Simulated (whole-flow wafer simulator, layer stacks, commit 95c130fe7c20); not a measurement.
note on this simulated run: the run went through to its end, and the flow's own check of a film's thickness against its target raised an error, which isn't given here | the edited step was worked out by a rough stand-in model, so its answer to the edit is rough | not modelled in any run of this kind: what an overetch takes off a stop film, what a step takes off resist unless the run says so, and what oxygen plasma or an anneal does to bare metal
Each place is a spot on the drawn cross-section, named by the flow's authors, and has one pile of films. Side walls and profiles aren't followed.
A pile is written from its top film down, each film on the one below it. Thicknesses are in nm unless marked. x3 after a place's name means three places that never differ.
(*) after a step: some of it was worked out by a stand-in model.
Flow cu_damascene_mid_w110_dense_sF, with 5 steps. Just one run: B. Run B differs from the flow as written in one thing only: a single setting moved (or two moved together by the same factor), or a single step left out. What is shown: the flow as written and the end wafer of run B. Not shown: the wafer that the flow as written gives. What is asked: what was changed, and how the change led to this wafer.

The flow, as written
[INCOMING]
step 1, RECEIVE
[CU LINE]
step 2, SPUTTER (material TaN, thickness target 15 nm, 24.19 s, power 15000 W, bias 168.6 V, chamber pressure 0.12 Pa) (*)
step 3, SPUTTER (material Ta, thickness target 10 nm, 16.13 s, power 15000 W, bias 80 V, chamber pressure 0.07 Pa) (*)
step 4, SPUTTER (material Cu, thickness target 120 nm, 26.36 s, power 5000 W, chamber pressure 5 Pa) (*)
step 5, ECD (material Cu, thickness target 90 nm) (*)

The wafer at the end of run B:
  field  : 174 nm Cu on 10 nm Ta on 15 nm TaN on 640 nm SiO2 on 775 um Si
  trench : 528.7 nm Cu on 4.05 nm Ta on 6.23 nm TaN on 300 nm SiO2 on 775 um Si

The reason: step 5, ECD: thickness target 54 nm was run, while the flow as written has thickness target 90 nm.

Step by step, how the change led to this:
  step 5, ECD (material Cu, thickness target 90 nm) (*)
      field: Cu gains 54 (as written it would have been: Cu gains 90)
      trench: Cu gains 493 (as written it would have been: Cu gains 529)
